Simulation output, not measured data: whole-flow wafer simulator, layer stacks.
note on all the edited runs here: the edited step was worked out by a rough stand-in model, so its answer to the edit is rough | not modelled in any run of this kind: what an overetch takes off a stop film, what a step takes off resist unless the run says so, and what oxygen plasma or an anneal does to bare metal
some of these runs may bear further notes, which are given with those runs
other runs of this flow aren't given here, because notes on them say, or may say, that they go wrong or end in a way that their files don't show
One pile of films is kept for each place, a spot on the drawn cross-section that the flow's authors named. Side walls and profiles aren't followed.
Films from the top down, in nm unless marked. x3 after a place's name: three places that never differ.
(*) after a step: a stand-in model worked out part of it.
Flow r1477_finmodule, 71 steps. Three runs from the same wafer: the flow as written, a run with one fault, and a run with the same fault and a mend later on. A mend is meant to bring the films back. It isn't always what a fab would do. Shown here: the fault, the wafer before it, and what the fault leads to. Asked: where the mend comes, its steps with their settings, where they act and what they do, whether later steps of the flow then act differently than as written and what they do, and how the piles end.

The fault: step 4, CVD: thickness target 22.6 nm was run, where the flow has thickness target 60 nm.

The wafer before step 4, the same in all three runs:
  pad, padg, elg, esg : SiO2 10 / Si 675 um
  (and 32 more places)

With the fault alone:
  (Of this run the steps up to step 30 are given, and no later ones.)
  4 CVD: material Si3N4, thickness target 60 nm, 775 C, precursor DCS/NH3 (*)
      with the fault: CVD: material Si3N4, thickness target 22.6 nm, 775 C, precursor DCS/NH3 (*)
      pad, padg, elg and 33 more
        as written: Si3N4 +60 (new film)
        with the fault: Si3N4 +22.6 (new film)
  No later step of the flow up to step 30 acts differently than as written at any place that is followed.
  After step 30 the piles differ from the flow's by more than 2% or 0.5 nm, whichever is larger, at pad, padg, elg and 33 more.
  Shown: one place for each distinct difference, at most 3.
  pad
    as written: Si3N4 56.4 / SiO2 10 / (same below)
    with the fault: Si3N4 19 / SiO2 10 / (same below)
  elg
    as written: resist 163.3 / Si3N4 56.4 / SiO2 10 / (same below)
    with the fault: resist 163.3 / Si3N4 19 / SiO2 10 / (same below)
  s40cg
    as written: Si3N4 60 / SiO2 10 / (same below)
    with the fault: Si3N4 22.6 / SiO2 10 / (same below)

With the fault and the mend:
  The mend comes after step 5.
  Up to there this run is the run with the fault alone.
  5a CVD: material Si3N4, thickness target 37.4 nm, 775 C, precursor DCS/NH3 (*) (the flow's step 4 once more, with other settings)
      pad, padg, elg and 33 more
        Si3N4 +37.4
  No later step of the flow acts differently than as written at any place that is followed.
  At the end the piles are the same as the flow's at every place that both follow.
